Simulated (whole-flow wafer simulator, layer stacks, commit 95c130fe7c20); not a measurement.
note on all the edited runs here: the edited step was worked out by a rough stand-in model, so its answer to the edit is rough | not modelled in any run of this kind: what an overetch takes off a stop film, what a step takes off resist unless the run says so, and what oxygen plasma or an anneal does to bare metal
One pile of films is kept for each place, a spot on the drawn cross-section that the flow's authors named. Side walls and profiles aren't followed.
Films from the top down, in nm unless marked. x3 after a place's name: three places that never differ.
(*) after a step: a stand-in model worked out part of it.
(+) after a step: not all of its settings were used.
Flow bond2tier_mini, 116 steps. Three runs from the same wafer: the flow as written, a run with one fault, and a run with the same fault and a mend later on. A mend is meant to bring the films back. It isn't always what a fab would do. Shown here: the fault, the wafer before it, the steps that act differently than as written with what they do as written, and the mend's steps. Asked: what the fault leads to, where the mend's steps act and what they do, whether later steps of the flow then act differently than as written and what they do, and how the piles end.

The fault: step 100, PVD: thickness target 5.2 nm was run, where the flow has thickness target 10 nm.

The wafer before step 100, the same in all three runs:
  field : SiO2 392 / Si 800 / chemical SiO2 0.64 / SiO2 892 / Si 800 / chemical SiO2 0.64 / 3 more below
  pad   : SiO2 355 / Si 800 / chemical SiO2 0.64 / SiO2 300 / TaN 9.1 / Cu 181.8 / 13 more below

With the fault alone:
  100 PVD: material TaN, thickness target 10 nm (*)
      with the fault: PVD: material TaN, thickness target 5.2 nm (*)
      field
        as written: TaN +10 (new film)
        with the fault: TaN +5.2 (new film)
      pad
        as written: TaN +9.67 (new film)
        with the fault: TaN +5.03 (new film)
  Later steps of the flow that act differently than as written (1 more step differs only slightly, by at most 2% or 0.5 nm, whichever is larger, and isn't shown):
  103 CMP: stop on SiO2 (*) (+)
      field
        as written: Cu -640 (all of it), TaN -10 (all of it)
        with the fault: Cu -640 (all of it), TaN -5.2 (all of it)
  At the end the piles differ from the flow's by more than 2% or 0.5 nm, whichever is larger, at pad.
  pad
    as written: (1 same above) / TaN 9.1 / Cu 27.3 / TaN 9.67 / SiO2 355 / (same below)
    with the fault: (1 same above) / TaN 9.1 / Cu 32 / TaN 5.03 / SiO2 355 / (same below)

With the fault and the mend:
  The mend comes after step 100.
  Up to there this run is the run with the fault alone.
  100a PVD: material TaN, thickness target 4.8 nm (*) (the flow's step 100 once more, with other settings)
      field
        TaN +4.8
      pad
        TaN +4.64
  No later step of the flow acts differently than as written at any place that is followed.
  At the end the piles differ from the flow's only slightly at the places that both follow, by at most 2% or 0.5 nm, whichever is larger.
